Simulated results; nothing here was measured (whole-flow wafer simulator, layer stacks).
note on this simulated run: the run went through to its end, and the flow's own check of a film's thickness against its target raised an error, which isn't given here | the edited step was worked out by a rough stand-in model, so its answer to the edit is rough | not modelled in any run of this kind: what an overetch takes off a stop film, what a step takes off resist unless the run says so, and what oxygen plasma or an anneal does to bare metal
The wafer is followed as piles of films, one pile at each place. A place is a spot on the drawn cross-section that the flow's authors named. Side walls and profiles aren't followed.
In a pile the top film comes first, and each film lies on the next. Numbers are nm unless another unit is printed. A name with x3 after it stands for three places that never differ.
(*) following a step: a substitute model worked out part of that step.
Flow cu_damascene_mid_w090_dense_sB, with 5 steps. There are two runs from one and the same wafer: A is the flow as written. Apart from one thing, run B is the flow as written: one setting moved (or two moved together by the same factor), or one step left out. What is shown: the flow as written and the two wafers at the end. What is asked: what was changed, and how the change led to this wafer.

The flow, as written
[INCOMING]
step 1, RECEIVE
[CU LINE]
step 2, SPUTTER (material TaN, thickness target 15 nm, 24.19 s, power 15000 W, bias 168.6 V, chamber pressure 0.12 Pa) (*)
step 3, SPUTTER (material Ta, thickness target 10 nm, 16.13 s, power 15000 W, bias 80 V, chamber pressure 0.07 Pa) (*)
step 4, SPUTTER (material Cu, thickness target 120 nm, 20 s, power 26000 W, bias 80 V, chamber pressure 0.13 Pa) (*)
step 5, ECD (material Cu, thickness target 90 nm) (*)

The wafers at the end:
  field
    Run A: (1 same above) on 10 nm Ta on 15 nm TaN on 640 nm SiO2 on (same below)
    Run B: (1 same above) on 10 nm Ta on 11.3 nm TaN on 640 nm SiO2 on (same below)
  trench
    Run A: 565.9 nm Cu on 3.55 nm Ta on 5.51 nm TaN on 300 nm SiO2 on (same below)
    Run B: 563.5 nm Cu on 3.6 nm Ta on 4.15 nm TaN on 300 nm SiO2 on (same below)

The reason: step 2, SPUTTER: thickness target 11.3 nm was run, while the flow as written has thickness target 15 nm; step 2, SPUTTER: 18.24 s was run, where the flow has 24.19 s.
The wafer lets one read it off: field has TaN 11.3, and step 2 as written asks for 15 nm.

The path from the change to this, step by step:
  step 2, SPUTTER (material TaN, thickness target 15 nm, 24.19 s, power 15000 W, bias 168.6 V, chamber pressure 0.12 Pa) (*)
      field: A +15 TaN (new film) | B +11.3 TaN (new film)
      trench: A +5.51 TaN (new film) | B +4.15 TaN (new film)
